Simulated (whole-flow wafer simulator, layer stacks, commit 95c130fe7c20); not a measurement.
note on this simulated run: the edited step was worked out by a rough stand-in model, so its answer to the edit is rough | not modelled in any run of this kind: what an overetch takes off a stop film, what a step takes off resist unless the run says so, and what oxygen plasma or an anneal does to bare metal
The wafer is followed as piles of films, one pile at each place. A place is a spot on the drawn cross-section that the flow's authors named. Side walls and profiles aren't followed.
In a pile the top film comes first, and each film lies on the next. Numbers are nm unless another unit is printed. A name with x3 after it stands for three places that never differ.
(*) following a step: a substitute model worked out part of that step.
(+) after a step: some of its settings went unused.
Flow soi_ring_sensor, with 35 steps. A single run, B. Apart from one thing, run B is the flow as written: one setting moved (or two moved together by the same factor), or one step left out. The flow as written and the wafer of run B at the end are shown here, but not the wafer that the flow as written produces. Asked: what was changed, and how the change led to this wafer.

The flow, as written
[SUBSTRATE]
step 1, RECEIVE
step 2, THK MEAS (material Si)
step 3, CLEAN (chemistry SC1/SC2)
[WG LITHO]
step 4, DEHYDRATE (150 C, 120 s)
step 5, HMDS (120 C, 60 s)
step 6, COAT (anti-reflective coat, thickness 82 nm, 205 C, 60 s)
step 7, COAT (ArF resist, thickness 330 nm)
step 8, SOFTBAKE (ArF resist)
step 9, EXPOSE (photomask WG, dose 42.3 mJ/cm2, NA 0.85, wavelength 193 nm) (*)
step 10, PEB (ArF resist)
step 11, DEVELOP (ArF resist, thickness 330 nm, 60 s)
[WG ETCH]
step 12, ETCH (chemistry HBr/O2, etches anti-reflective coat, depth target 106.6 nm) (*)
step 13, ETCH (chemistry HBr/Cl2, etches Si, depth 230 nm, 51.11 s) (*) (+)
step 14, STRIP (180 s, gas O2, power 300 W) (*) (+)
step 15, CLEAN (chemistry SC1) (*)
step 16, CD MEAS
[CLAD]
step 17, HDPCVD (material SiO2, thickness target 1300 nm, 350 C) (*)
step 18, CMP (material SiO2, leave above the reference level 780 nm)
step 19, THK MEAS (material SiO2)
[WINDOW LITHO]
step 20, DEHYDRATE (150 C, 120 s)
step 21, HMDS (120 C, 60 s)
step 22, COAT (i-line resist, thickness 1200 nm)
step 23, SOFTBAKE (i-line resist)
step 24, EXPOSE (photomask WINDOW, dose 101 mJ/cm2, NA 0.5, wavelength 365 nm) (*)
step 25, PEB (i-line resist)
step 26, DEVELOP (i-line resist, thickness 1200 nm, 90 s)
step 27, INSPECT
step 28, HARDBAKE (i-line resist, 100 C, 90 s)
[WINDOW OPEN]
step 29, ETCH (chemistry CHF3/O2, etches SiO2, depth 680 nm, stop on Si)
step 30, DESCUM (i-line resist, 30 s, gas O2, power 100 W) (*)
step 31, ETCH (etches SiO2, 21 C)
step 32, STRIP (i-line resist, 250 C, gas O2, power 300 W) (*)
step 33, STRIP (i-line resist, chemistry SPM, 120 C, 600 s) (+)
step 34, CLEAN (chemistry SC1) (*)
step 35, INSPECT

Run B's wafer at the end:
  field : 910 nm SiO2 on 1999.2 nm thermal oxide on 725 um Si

The reason: step 17, HDPCVD: thickness target 910 nm was run, while the flow as written has thickness target 1300 nm.

Step by step, how the change led to this:
  step 17, HDPCVD (material SiO2, thickness target 1300 nm, 350 C) (*)
      core, gap, window, field, core_clad, gap_clad: +910 SiO2 (new film) (it would be, as written: +1300 SiO2 (new film))
  step 18, CMP (material SiO2, leave above the reference level 780 nm)
      gap, window, field, gap_clad: nothing (it would be, as written: -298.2 SiO2)
      core, core_clad: -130 SiO2 (it would be, as written: -520 SiO2)
  step 22, COAT (i-line resist, thickness 1200 nm)
      core, core_clad: +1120 i-line resist (new film) (it would be, as written: +1200 i-line resist (new film))
  step 23, SOFTBAKE (i-line resist)
      core, core_clad: -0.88 i-line resist (it would be, as written: nothing)
      gap, gap_clad: -1.12 i-line resist (it would be, as written: nothing)
  step 25, PEB (i-line resist)
      core, core_clad: -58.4 i-line resist (it would be, as written: -62.8 i-line resist)
  step 26, DEVELOP (i-line resist, thickness 1200 nm, 90 s)
      core: -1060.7 i-line resist (all of it) (it would be, as written: -1137.2 i-line resist (all of it))
  step 32, STRIP (i-line resist, 250 C, gas O2, power 300 W) (*)
      core_clad: -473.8 i-line resist (all of it) (it would be, as written: -550.1 i-line resist (all of it))
